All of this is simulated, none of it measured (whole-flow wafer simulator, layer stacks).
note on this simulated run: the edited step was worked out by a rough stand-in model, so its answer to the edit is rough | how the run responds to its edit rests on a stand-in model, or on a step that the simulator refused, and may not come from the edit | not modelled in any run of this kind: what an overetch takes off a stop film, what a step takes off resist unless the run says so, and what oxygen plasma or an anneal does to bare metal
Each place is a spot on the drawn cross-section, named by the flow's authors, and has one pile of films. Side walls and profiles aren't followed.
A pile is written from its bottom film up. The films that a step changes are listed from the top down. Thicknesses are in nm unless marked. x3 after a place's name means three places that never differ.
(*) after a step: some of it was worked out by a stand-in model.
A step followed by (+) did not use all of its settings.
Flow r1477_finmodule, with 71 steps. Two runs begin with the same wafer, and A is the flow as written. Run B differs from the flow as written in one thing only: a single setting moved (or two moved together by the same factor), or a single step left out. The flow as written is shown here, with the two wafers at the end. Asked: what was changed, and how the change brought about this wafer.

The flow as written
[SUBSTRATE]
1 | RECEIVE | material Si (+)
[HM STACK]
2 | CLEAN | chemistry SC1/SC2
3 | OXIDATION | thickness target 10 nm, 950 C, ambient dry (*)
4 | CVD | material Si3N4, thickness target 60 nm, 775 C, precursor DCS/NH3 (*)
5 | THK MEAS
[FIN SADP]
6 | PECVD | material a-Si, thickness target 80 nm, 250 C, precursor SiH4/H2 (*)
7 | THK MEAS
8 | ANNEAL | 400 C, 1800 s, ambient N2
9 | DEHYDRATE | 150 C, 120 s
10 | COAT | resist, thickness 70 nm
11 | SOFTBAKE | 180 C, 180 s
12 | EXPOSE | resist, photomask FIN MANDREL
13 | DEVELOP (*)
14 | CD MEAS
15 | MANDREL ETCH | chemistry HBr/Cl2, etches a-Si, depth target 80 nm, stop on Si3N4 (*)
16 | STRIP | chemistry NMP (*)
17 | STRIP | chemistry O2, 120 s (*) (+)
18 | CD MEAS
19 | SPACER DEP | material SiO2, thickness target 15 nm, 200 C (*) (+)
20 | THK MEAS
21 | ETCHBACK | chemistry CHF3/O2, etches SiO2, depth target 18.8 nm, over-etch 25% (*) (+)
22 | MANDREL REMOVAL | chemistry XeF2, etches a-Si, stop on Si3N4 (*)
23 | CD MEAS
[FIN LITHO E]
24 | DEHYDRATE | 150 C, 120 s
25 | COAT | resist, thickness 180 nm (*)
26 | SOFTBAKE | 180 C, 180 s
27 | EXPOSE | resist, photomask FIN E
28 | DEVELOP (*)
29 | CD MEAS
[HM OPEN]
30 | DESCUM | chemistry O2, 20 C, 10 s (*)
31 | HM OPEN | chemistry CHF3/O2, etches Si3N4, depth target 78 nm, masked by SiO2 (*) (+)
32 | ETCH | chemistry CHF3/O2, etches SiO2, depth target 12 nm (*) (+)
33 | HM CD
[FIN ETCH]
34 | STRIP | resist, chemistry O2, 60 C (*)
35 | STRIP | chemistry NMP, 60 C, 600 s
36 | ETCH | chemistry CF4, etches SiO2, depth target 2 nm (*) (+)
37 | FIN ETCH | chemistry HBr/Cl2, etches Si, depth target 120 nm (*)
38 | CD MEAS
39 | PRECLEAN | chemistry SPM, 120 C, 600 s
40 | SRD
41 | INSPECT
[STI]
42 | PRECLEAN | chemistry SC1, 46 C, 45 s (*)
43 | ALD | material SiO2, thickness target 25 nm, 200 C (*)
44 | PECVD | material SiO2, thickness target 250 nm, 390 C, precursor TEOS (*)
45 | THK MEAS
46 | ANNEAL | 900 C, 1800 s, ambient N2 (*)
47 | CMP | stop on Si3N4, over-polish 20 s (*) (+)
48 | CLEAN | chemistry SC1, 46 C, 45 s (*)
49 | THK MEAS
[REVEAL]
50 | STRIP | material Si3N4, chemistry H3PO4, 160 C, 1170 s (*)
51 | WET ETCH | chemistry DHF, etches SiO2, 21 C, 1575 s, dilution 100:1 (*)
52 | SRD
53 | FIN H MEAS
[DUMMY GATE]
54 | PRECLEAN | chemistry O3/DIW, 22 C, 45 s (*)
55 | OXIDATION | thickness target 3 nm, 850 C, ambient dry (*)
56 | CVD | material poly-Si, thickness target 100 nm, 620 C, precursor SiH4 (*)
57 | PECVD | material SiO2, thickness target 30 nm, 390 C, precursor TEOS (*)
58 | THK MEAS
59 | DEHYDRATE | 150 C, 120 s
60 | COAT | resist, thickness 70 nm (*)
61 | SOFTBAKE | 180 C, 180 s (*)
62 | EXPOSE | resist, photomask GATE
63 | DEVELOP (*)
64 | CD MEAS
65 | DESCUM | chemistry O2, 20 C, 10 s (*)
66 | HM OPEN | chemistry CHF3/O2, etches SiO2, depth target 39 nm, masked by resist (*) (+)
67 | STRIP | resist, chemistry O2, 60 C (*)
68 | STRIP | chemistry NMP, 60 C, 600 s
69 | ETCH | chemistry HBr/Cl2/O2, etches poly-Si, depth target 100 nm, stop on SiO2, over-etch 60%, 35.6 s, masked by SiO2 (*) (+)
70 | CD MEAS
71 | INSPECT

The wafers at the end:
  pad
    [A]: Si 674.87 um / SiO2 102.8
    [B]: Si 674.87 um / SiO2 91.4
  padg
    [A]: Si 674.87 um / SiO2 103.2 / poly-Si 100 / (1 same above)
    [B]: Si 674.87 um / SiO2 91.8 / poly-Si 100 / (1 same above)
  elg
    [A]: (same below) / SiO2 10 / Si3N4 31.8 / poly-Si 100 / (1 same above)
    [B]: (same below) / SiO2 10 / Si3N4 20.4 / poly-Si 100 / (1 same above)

The reason: step 4, CVD: thickness target 48.6 nm was run, while the flow as written has thickness target 60 nm.

The path from the change to this, step by step:
  4 | CVD | material Si3N4, thickness target 60 nm, 775 C, precursor DCS/NH3 (*)
      pad, padg, elg and 33 more: A Si3N4 gains 60 (new film) | B Si3N4 gains 48.6 (new film)
  31 | HM OPEN | chemistry CHF3/O2, etches Si3N4, depth target 78 nm, masked by SiO2 (*) (+)
      pad, padg, esg and 13 more: A Si3N4 loses 56.4 (all of it), SiO2 loses 10 (all of it) | B Si3N4 loses 45 (all of it), SiO2 loses 10 (all of it)
      elg, e40lg, e100lg, e200lg, elo, e40lo, e100lo, e200lo: A resist loses 78 | B resist loses 67.5
      (as well as at 12 more places)
  34 | STRIP | resist, chemistry O2, 60 C (*)
      elg, e40lg, e100lg, e200lg, elo, e40lo, e100lo, e200lo: A resist loses 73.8 (all of it) | B resist loses 84.3 (all of it)
  43 | ALD | material SiO2, thickness target 25 nm, 200 C (*)
      s40cg, s45cg, s50cg, s40co, s45co, s50co: A SiO2 gains 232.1 (new film) | B SiO2 gains 226 (new film)
      esg: A SiO2 gains 194.3 (new film) | B SiO2 gains 182.8 (new film)
  47 | CMP | stop on Si3N4, over-polish 20 s (*) (+)
      pad, padg, e40sg and 11 more: A SiO2 loses 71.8 | B SiO2 loses 83.2
      eso: A SiO2 loses 72.4 | B SiO2 loses 83.8
  50 | STRIP | material Si3N4, chemistry H3PO4, 160 C, 1170 s (*)
      s40sg_line, s45sg_line, s50sg_line, s40so_line, s45so_line, s50so_line: A Si3N4 loses 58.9 (all of it), SiO2 loses 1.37 | B Si3N4 loses 47.5 (all of it), SiO2 loses 1.72
  56 | CVD | material poly-Si, thickness target 100 nm, 620 C, precursor SiH4 (*)
      s40cg, s40co: A poly-Si gains 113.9 (new film) | B poly-Si gains 127.3 (new film)
      s45cg, s45co: A poly-Si gains 113.4 (new film) | B poly-Si gains 127.3 (new film)
      (as well as at 2 more places)
  60 | COAT | resist, thickness 70 nm (*)
      s40cg, s40co: A resist gains 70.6 (new film) | B resist gains 68.6 (new film)
      s40sg, s40so: A resist gains 91 (new film) | B resist gains 102.4 (new film)
      (as well as at 8 more places)
  63 | DEVELOP (*)
      s40co: A resist loses 70.6 (all of it) | B resist loses 68.6 (all of it)
      s40so: A resist loses 91 (all of it) | B resist loses 102.4 (all of it)
      (as well as at 4 more places)
  67 | STRIP | resist, chemistry O2, 60 C (*)
      s40cg: A resist loses 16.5 (all of it) | B resist loses 14.5 (all of it)
      s40sg: A resist loses 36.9 (all of it) | B resist loses 48.3 (all of it)
      (as well as at 4 more places)
  69 | ETCH | chemistry HBr/Cl2/O2, etches poly-Si, depth target 100 nm, stop on SiO2, over-etch 60%, 35.6 s, masked by SiO2 (*) (+)
      s40co: A chemical SiO2 loses 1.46 (all of it), poly-Si loses 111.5 (all of it), SiO2 loses 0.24 | B chemical SiO2 loses 1.46 (all of it), poly-Si loses 124.9 (all of it), SiO2 loses 0.18
      s45co: A chemical SiO2 loses 1.46 (all of it), poly-Si loses 110.9 (all of it), SiO2 loses 0.25 | B chemical SiO2 loses 1.46 (all of it), poly-Si loses 124.9 (all of it), SiO2 loses 0.18
      (as well as at 1 more place)
